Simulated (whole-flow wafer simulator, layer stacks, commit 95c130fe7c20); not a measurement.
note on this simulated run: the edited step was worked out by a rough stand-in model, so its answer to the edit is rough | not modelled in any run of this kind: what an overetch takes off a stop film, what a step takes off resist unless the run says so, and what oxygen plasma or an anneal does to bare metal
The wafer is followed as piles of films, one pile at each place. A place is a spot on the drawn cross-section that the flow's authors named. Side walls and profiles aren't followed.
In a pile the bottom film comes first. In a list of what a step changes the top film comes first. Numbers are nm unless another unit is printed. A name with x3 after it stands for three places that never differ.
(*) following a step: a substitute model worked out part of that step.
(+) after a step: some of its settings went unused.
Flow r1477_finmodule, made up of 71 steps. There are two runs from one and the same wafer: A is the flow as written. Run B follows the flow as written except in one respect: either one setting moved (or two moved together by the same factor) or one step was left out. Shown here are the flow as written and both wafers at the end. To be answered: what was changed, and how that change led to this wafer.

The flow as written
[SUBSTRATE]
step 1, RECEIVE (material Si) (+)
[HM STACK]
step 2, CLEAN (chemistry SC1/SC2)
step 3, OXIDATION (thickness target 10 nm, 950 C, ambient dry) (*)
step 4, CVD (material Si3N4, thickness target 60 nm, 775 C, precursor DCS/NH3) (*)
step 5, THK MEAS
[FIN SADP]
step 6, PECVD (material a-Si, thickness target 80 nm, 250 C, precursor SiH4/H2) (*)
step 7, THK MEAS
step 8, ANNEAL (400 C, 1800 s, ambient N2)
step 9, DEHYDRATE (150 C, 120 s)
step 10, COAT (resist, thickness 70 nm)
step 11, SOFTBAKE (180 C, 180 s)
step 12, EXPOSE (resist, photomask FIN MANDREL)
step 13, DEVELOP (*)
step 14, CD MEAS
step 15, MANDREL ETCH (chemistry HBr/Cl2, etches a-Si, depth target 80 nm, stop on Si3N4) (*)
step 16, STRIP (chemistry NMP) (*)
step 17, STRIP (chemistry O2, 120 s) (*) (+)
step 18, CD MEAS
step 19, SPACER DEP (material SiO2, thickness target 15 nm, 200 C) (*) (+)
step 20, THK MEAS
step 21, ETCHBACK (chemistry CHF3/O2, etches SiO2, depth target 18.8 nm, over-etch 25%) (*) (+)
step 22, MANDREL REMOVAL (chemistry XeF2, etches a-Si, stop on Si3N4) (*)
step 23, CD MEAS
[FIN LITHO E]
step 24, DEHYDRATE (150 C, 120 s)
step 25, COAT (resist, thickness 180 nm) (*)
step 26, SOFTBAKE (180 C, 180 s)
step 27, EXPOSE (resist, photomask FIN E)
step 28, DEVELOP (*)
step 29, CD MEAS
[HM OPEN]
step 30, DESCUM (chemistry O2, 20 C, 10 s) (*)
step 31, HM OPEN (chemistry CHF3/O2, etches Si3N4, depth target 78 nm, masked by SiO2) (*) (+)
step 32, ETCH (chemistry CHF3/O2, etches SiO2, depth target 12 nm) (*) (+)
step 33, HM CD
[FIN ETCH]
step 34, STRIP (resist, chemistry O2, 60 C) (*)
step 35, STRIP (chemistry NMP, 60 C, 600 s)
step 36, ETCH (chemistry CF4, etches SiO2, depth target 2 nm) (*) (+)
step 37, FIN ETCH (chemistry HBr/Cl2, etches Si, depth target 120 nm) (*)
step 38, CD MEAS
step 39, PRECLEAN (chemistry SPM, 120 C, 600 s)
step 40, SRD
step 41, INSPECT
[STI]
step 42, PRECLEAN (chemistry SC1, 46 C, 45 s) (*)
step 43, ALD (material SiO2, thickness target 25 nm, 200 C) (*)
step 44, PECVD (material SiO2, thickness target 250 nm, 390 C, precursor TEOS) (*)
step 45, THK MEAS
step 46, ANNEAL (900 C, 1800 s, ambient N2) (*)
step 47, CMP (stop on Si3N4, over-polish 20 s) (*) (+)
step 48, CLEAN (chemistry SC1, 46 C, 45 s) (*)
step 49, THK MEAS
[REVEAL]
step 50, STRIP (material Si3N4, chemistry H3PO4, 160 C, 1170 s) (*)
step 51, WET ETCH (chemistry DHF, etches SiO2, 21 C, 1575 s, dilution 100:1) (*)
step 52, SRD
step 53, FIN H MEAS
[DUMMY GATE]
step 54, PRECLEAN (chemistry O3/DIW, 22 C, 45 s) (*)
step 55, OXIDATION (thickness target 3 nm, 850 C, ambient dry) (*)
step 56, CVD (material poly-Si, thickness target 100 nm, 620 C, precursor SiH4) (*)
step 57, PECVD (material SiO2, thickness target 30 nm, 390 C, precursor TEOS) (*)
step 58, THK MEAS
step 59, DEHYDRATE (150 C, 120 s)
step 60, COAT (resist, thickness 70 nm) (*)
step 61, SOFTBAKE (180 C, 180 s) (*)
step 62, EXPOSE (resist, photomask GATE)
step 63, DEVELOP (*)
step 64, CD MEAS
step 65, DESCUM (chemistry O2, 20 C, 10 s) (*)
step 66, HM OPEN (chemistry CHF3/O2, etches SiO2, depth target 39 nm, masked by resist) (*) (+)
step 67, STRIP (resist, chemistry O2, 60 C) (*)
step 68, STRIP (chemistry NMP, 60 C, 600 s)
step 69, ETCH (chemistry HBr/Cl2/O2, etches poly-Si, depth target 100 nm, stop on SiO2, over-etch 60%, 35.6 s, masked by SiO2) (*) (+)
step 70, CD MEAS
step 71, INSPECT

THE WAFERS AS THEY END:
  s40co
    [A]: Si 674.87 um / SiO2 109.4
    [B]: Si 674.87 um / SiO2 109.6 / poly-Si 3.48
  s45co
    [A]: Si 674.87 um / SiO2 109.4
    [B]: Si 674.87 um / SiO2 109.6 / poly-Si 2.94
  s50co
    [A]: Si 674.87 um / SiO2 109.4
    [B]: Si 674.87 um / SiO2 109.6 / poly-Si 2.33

What caused this: step 69, ETCH: depth target 67.5 nm was run, while the flow as written has depth target 100 nm.

How this came from the change, step by step:
  step 69, ETCH (chemistry HBr/Cl2/O2, etches poly-Si, depth target 100 nm, stop on SiO2, over-etch 60%, 35.6 s, masked by SiO2) (*) (+)
      s40co: A -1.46 chemical SiO2 (all of it), -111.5 poly-Si (all of it), -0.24 SiO2 | B -1.46 chemical SiO2 (all of it), -108 poly-Si
      s45co: A -1.46 chemical SiO2 (all of it), -110.9 poly-Si (all of it), -0.25 SiO2 | B -1.46 chemical SiO2 (all of it), -108 poly-Si
      (as well as at 19 more places)
